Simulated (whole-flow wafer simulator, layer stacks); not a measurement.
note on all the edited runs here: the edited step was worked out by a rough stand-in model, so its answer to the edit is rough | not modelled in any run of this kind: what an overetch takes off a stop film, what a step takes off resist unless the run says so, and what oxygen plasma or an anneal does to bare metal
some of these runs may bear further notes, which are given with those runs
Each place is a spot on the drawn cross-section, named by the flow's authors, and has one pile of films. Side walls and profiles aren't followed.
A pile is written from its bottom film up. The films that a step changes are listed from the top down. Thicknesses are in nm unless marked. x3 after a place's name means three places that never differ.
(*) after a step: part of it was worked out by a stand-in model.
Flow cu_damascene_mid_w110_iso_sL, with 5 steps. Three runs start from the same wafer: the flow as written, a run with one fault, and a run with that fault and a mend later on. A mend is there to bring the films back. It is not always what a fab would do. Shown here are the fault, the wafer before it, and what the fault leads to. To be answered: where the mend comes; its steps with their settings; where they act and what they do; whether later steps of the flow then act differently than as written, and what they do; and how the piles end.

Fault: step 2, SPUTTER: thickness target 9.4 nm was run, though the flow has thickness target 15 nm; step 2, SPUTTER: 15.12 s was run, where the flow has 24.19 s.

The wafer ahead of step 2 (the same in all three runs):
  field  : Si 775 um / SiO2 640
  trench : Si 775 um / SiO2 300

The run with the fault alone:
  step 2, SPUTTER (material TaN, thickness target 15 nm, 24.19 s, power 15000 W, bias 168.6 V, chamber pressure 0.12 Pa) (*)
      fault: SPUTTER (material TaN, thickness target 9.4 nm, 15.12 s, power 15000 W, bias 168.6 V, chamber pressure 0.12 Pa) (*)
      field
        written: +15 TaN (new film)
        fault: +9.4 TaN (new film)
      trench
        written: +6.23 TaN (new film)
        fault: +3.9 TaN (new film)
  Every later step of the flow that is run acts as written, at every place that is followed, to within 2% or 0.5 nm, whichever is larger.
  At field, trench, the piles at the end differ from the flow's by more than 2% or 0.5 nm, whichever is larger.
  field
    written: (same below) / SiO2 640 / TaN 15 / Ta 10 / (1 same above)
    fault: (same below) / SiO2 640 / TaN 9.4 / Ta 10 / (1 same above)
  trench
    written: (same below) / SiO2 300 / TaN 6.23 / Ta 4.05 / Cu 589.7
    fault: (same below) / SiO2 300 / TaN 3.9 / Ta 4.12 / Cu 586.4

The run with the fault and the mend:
  The mend follows step 2.
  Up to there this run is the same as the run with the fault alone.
  step 2a, SPUTTER (material TaN, thickness target 5.6 nm, 9.031 s, power 15000 W, bias 168.6 V, chamber pressure 0.12 Pa) (*) (the flow's step 2, run once more with other settings)
      field
        +5.6 TaN
      trench
        +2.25 TaN
  Every later step of the flow that is run acts as written, at every place that is followed, to within 2% or 0.5 nm, whichever is larger.
  When the end is reached, the piles differ only a little from the flow's at the places that both follow, at most by 2% or 0.5 nm, whichever is larger.
